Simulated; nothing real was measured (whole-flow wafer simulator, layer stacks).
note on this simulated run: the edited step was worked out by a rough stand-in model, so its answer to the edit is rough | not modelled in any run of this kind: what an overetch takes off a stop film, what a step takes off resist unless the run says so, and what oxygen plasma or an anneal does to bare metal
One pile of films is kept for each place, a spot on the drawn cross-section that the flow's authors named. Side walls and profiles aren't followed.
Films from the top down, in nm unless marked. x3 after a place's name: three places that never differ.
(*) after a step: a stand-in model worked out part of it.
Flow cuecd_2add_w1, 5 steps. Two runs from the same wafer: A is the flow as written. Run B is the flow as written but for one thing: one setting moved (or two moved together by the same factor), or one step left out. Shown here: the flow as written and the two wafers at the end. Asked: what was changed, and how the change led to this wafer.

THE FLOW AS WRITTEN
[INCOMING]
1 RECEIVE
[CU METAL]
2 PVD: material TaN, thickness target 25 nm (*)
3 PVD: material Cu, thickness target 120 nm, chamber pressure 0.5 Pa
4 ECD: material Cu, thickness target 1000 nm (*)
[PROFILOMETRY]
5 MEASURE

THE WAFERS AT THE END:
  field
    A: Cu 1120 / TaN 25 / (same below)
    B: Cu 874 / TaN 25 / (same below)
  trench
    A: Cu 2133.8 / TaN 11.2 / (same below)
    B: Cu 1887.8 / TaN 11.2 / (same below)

The cause: step 4, ECD: thickness target 754 nm was run, where the flow has thickness target 1000 nm.

How the change led to this, step by step:
  4 ECD: material Cu, thickness target 1000 nm (*)
      field: A Cu +1000 | B Cu +754
      trench: A Cu +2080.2 | B Cu +1834.2
